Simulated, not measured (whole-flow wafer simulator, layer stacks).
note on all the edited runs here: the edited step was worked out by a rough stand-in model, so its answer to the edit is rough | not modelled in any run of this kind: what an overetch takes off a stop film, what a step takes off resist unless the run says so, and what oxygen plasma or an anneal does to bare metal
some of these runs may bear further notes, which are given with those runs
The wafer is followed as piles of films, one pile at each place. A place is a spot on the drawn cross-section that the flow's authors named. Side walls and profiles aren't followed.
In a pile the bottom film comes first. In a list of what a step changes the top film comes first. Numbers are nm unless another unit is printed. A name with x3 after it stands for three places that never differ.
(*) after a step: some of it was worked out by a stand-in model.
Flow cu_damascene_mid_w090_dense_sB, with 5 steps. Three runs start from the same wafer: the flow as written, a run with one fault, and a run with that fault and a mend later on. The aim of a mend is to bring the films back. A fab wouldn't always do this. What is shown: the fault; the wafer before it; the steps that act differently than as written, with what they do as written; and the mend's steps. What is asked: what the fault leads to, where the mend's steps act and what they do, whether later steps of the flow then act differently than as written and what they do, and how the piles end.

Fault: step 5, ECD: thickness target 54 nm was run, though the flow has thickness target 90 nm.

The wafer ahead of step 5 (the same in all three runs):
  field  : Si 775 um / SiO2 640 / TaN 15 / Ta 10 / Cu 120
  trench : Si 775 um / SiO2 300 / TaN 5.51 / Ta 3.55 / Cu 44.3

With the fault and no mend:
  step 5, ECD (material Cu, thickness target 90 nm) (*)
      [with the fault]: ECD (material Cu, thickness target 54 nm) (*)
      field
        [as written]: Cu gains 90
        [with the fault]: Cu gains 54
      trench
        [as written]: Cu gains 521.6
        [with the fault]: Cu gains 485.6
  Every later step of the flow that is run acts as written at every place that is followed.
  At field, trench, the piles at the end differ from the flow's by more than 2% or 0.5 nm, whichever is larger.
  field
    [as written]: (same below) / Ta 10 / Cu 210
    [with the fault]: (same below) / Ta 10 / Cu 174
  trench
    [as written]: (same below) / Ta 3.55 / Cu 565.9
    [with the fault]: (same below) / Ta 3.55 / Cu 529.9

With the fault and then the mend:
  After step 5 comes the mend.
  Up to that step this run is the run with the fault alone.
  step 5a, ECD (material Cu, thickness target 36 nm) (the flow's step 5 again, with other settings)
      field, trench
        Cu gains 36
  Every later step of the flow that is run acts as written at every place that is followed.
  The piles end the same as the flow's at every place that both follow.
